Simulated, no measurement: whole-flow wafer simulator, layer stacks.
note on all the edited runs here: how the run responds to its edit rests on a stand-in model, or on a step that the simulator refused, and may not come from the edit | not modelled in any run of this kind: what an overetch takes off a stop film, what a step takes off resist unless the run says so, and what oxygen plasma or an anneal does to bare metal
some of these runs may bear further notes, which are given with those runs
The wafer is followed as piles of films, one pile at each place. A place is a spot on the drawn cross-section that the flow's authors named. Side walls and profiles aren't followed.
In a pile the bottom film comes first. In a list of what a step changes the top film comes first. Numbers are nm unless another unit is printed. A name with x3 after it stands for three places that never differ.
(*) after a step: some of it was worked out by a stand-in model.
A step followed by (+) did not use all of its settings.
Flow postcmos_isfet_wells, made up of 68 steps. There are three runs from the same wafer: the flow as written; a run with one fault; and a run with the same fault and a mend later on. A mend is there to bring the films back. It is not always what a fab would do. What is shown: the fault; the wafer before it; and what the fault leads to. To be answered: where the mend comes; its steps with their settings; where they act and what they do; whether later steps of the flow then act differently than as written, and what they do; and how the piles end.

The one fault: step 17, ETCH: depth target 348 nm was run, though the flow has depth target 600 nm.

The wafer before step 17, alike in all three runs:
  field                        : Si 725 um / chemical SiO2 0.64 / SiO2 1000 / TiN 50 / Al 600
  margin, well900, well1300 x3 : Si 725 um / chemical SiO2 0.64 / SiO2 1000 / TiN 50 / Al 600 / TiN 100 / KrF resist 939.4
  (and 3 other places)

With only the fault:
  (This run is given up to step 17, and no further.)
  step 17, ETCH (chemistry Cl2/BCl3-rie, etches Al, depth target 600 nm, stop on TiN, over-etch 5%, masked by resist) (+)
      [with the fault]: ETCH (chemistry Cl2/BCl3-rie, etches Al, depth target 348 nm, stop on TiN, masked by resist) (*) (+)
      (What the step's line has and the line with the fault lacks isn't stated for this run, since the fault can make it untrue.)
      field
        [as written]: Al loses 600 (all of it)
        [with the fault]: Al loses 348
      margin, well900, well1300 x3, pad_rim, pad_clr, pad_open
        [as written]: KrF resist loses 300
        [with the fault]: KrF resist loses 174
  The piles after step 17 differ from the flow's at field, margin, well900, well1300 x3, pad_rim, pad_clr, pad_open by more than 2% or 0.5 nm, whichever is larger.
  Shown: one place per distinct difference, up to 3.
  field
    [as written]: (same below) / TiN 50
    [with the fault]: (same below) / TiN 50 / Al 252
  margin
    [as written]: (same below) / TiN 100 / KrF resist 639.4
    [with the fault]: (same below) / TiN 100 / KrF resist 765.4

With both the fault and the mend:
  The mend stands after step 17.
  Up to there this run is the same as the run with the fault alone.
  step 17a, ETCH (chemistry Cl2/BCl3-rie, etches Al, depth target 252 nm, stop on TiN, over-etch 5%, masked by resist) (the flow's step 17 again, with other settings)
      margin, well900, well1300 x3, pad_rim, pad_clr, pad_open
        KrF resist loses 126
      field
        Al loses 252 (all of it)
  Every later step of the flow that is run acts as written at every place that is followed.
  By the end, the piles equal the flow's at every place that both follow.
